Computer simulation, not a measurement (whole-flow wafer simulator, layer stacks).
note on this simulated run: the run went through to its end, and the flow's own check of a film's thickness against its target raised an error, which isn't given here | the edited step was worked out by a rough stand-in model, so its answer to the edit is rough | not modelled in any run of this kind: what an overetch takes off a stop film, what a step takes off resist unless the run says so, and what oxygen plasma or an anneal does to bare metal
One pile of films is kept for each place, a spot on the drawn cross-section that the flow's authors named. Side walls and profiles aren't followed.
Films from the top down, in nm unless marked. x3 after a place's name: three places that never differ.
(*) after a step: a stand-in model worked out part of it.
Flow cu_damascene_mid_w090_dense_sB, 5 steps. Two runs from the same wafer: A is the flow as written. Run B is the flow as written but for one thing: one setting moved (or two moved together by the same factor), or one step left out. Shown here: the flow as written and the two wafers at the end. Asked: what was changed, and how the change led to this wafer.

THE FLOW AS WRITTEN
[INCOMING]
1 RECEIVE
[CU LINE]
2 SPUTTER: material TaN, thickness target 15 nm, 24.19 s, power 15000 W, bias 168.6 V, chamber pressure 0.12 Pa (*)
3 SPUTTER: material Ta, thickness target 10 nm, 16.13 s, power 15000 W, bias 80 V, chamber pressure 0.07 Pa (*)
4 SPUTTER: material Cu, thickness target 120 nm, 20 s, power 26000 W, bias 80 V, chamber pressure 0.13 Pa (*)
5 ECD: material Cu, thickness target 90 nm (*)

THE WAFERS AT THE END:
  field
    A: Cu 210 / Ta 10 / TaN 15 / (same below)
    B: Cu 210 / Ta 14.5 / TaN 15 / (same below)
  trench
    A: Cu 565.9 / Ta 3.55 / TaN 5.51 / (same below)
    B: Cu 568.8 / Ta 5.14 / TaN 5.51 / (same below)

The cause: step 3, SPUTTER: thickness target 14.5 nm was run, where the flow has thickness target 10 nm; step 3, SPUTTER: 23.39 s was run, where the flow has 16.13 s.
It can be read off the wafer: field has Ta 14.5, and step 3 as written asks for 10 nm.

How the change led to this, step by step:
  3 SPUTTER: material Ta, thickness target 10 nm, 16.13 s, power 15000 W, bias 80 V, chamber pressure 0.07 Pa (*)
      field: A Ta +10 (new film) | B Ta +14.5 (new film)
      trench: A Ta +3.55 (new film) | B Ta +5.14 (new film)
